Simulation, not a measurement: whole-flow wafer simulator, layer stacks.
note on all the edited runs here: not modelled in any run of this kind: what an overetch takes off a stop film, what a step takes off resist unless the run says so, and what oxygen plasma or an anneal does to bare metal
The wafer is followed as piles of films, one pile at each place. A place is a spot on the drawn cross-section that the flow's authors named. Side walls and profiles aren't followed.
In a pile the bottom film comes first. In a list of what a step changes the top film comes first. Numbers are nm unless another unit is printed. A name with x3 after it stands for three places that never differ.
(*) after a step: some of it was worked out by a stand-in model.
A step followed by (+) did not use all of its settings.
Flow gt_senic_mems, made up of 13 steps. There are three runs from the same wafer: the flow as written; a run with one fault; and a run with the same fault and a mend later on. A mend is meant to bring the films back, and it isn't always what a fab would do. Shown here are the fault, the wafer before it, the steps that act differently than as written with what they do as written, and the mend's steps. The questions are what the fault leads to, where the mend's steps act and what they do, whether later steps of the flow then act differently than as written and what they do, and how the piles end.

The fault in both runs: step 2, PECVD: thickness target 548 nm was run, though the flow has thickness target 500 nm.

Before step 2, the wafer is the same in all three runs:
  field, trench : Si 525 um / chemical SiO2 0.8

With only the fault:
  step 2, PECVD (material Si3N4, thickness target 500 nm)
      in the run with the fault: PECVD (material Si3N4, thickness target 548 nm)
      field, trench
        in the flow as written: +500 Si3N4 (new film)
        in the run with the fault: +548 Si3N4 (new film)
  Steps further on in the flow that do not act as written (2 more steps, not shown, differ only slightly: by at most 2% or 0.5 nm, whichever is larger):
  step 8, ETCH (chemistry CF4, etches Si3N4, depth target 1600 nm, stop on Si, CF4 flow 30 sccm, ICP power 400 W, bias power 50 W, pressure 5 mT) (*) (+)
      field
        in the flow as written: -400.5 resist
        in the run with the fault: -432.5 resist
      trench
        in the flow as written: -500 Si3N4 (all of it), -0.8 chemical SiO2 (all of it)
        in the run with the fault: -548 Si3N4 (all of it), -0.8 chemical SiO2 (all of it)
  By the end, the piles at field depart from the flow's by more than 2% or 0.5 nm, whichever is larger.
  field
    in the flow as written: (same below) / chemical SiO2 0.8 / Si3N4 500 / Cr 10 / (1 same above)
    in the run with the fault: (same below) / chemical SiO2 0.8 / Si3N4 548 / Cr 10 / (1 same above)

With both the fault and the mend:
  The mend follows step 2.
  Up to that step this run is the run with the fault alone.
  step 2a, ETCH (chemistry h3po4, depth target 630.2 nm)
      field, trench
        -548 Si3N4 (all of it)
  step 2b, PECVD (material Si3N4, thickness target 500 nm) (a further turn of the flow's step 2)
      field, trench
        +500 Si3N4 (new film)
  Later steps of the flow that are run all act as written at every place that is followed.
  The piles end the same as the flow's at every place that both follow.
